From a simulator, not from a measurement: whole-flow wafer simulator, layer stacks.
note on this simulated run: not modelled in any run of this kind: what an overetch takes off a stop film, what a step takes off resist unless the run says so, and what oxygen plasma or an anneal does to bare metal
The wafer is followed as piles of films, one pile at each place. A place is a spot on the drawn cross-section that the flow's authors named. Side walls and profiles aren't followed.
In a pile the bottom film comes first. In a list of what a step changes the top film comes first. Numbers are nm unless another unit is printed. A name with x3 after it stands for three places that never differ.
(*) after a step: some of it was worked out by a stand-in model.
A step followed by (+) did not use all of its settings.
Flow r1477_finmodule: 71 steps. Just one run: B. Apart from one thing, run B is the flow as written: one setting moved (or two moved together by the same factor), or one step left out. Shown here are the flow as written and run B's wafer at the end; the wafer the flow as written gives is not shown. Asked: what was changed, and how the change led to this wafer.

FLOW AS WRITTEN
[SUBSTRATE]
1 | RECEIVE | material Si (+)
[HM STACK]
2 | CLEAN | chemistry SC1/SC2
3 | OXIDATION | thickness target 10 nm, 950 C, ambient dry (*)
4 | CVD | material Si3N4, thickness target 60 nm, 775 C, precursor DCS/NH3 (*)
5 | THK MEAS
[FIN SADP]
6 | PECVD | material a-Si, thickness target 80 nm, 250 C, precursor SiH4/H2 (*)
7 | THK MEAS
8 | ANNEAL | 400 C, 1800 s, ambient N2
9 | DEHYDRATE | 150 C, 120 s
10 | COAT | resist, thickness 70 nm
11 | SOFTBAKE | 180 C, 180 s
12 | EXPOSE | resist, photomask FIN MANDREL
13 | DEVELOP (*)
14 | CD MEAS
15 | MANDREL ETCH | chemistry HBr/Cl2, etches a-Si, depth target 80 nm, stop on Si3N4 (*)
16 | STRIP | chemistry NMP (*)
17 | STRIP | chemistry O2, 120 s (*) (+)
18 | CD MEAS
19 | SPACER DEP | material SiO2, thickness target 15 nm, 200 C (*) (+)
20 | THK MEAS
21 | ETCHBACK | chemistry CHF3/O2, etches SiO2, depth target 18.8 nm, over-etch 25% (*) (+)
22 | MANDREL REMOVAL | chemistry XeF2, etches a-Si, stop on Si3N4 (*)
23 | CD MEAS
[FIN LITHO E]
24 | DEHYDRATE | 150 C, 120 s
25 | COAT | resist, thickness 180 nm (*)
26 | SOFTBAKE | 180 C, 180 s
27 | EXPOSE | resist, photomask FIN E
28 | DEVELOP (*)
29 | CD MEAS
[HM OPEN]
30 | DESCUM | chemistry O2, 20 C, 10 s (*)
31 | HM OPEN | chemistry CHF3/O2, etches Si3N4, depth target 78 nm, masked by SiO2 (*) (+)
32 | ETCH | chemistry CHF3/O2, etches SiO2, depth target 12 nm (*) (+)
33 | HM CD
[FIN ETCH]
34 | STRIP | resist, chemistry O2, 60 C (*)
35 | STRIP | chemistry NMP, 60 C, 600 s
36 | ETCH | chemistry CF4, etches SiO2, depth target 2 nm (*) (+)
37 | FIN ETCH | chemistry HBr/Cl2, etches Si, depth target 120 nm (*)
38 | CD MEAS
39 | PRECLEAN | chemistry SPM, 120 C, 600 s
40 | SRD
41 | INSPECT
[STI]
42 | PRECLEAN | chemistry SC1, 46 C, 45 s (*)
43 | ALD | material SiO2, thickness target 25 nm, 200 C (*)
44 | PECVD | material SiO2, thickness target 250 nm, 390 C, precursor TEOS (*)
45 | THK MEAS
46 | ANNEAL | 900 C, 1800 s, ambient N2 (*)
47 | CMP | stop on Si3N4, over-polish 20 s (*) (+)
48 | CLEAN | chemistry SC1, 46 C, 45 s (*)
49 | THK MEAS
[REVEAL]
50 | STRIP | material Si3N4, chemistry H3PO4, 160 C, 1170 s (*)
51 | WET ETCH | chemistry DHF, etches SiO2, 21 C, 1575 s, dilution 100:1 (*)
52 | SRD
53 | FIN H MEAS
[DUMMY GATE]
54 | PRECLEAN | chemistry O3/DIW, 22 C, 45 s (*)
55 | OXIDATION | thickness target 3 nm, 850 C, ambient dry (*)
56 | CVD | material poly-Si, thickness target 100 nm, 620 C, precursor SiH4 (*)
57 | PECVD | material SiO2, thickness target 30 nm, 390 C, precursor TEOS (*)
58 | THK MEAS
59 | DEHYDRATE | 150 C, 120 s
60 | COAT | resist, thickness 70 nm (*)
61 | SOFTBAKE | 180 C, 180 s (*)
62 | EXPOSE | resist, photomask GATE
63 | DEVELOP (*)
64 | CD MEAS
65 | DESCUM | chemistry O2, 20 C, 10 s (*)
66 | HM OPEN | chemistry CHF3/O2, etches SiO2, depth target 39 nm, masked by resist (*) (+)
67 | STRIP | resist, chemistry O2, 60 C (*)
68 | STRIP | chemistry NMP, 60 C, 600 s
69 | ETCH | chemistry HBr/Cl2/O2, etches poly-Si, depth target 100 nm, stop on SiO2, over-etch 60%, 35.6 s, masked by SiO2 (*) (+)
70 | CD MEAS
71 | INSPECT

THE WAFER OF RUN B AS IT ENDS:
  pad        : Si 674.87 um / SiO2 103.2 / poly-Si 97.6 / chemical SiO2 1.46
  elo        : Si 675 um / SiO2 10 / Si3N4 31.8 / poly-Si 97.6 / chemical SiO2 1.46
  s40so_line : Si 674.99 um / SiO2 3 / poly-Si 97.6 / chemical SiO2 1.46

Cause: step 69, ETCH: chemistry HBr/Cl2/O2, etches poly-Si, depth target 100 nm, stop on SiO2, over-etch 60%, 35.6 s, masked by SiO2 (*) (+), was skipped.

How this came from the change, step by step:
  (no step that both runs have acts differently)
